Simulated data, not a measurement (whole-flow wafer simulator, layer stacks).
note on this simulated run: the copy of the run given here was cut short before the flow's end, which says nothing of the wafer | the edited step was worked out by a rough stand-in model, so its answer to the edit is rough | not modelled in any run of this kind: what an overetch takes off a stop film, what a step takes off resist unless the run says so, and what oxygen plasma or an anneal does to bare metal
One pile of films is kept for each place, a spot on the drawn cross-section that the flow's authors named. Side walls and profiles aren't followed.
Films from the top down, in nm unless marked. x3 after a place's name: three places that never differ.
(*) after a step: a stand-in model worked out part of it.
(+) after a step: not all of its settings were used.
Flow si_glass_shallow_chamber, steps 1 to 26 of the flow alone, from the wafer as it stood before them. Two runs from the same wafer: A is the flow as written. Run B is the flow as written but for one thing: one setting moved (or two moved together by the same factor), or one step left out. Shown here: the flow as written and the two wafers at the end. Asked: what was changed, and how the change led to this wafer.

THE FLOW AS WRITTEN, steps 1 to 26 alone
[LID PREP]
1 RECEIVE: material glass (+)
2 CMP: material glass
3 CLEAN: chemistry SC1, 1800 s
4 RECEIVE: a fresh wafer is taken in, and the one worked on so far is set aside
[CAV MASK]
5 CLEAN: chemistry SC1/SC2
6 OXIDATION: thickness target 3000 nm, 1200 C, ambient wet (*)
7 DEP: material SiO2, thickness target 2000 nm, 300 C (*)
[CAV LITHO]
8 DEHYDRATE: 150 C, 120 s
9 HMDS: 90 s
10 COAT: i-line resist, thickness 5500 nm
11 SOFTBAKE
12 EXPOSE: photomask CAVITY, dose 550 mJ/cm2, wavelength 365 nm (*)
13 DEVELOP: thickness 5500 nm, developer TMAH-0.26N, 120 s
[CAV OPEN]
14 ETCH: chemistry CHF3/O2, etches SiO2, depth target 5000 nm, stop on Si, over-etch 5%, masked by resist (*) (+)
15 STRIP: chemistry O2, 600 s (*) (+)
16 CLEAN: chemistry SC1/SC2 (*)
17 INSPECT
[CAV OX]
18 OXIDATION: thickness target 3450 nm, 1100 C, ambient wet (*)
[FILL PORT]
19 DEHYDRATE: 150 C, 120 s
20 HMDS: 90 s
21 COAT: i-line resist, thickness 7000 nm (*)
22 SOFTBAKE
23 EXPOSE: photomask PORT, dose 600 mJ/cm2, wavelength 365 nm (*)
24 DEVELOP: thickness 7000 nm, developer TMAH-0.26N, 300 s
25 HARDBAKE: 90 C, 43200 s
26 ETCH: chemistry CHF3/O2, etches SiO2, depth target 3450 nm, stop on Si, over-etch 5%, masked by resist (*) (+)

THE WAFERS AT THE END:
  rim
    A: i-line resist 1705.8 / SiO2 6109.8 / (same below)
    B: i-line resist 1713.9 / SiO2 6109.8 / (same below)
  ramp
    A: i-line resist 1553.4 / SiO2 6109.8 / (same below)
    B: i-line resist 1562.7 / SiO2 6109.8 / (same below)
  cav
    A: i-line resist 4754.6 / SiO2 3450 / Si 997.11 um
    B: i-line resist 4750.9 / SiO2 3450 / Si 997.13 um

The cause: step 14, ETCH: over-etch 3.38% was run, where the flow has over-etch 5%.

How the change led to this, step by step:
  14 ETCH: chemistry CHF3/O2, etches SiO2, depth target 5000 nm, stop on Si, over-etch 5%, masked by resist (*) (+)
      cav, port: A SiO2 -5000 (all of it), Si -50 | B SiO2 -5000 (all of it), Si -33.8
  15 STRIP: chemistry O2, 600 s (*) (+)
      rim, ramp, septum, ring: A i-line resist -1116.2 (all of it) | B i-line resist -1183.7 (all of it)
